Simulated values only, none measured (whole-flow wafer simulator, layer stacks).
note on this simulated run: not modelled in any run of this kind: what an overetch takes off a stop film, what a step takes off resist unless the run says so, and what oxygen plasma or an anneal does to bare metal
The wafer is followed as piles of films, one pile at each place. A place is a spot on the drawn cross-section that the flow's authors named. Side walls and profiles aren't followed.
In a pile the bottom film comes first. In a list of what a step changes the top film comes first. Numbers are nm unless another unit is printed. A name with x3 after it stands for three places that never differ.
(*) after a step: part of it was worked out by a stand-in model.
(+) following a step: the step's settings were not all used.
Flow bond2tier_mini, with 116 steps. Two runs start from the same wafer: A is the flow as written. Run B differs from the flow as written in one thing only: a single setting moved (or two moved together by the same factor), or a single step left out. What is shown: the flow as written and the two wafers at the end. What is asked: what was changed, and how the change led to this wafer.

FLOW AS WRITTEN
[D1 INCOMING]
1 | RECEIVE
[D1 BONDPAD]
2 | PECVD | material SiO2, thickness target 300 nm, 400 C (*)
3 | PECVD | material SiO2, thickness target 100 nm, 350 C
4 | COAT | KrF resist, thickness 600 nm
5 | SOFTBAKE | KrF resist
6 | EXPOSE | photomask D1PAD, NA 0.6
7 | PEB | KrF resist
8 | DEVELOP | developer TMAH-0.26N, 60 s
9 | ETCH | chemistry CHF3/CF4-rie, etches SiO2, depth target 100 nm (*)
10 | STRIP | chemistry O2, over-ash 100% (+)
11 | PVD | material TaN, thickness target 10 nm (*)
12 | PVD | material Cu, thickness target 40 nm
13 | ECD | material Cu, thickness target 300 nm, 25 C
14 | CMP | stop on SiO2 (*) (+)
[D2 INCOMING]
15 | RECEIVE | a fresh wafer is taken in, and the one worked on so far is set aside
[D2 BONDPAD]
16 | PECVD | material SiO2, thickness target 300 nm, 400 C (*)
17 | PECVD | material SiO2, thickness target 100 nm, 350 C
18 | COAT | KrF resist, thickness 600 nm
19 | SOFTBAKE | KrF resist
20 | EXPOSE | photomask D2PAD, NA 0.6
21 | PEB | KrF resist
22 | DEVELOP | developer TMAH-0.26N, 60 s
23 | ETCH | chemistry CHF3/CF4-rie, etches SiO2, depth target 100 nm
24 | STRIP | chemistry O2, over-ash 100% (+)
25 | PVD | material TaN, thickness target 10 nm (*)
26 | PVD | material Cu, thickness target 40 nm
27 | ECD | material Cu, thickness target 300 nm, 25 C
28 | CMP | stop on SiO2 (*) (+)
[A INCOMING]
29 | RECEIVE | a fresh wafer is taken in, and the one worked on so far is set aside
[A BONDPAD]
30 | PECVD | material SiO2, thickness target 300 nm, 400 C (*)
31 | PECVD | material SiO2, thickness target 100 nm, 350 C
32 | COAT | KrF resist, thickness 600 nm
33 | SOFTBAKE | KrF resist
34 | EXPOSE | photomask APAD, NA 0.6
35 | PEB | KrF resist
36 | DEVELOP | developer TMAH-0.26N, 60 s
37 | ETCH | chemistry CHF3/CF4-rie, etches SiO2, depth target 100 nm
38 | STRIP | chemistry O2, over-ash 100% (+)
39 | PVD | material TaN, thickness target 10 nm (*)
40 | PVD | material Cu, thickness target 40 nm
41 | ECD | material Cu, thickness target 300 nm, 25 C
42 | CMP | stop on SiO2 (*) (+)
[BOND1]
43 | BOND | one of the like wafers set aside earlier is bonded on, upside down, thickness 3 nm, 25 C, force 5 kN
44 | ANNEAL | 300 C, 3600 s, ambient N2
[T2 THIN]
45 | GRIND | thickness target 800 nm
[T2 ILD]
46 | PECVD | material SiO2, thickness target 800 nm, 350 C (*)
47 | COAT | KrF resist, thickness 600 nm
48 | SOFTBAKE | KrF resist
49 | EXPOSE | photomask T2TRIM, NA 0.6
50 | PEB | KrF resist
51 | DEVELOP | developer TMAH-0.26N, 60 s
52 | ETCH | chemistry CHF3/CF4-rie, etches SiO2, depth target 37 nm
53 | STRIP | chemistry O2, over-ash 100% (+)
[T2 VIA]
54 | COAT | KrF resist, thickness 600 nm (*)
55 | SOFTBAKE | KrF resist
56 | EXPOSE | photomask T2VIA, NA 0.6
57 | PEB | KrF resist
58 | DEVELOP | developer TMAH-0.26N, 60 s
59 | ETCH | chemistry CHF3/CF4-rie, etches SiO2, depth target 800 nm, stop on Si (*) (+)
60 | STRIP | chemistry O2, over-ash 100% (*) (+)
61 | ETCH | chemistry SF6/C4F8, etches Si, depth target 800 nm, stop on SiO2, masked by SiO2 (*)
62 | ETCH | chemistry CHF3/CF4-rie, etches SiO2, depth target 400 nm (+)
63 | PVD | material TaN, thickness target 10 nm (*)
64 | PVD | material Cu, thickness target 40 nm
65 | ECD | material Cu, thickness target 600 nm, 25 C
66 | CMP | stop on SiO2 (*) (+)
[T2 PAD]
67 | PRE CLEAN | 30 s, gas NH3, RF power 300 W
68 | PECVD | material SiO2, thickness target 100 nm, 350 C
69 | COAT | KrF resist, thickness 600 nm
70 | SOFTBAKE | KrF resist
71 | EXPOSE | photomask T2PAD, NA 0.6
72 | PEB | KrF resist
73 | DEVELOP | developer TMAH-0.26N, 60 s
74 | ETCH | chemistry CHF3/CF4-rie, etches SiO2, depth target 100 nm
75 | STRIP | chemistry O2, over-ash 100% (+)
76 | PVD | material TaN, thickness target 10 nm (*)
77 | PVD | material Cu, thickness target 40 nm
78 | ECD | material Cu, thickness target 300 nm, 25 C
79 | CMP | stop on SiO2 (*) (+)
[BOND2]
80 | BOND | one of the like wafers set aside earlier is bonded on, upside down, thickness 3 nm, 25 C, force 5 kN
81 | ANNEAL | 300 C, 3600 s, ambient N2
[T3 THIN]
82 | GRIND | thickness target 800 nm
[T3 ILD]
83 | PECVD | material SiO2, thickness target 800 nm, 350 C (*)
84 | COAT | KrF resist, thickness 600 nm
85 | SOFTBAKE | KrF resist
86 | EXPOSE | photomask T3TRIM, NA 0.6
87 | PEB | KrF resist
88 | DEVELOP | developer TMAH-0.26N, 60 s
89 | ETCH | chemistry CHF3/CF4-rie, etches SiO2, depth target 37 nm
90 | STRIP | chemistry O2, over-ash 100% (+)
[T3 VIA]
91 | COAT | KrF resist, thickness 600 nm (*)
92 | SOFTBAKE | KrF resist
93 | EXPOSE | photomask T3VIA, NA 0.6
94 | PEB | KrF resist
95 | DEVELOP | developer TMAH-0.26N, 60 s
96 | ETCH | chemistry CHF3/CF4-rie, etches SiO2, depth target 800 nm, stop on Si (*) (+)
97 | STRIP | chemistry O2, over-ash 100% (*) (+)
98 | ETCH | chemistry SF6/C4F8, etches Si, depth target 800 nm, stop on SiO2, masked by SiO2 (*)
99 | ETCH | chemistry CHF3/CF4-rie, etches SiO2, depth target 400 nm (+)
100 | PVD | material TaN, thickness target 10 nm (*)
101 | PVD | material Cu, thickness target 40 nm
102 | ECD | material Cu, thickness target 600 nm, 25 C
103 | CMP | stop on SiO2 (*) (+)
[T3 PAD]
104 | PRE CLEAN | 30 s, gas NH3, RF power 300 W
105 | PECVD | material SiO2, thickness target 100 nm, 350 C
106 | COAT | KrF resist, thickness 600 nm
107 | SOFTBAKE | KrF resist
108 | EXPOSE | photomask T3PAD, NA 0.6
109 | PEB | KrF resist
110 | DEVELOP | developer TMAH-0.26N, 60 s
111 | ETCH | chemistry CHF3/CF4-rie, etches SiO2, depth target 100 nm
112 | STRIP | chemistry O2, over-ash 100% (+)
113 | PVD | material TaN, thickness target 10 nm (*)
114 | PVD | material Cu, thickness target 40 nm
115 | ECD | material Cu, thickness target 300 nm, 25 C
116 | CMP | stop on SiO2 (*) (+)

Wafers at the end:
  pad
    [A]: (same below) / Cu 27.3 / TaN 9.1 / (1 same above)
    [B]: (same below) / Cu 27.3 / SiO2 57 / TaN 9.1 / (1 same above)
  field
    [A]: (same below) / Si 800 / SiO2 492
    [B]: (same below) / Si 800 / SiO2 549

Cause: step 105, PECVD: thickness target 157 nm was run, whereas the flow has thickness target 100 nm.

Step by step, how the change led to this:
  105 | PECVD | material SiO2, thickness target 100 nm, 350 C
      field: A +100 SiO2 | B +157 SiO2
      pad: A +100 SiO2 (new film) | B +157 SiO2 (new film)
  111 | ETCH | chemistry CHF3/CF4-rie, etches SiO2, depth target 100 nm
      pad: A -100 SiO2 (all of it) | B -100 SiO2
Taking metal films that touch as one body, pad has 4 bodies (between them, from the top down: SiO2 57; SiO2 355 / Si 800 / chemical SiO2 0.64 / SiO2 300; SiO2 355 / Si 800 / chemical SiO2 0.64 / SiO2 300); the flow as written gives 3 bodies (between them, from the top down: SiO2 355 / Si 800 / chemical SiO2 0.64 / SiO2 300; SiO2 355 / Si 800 / chemical SiO2 0.64 / SiO2 300).
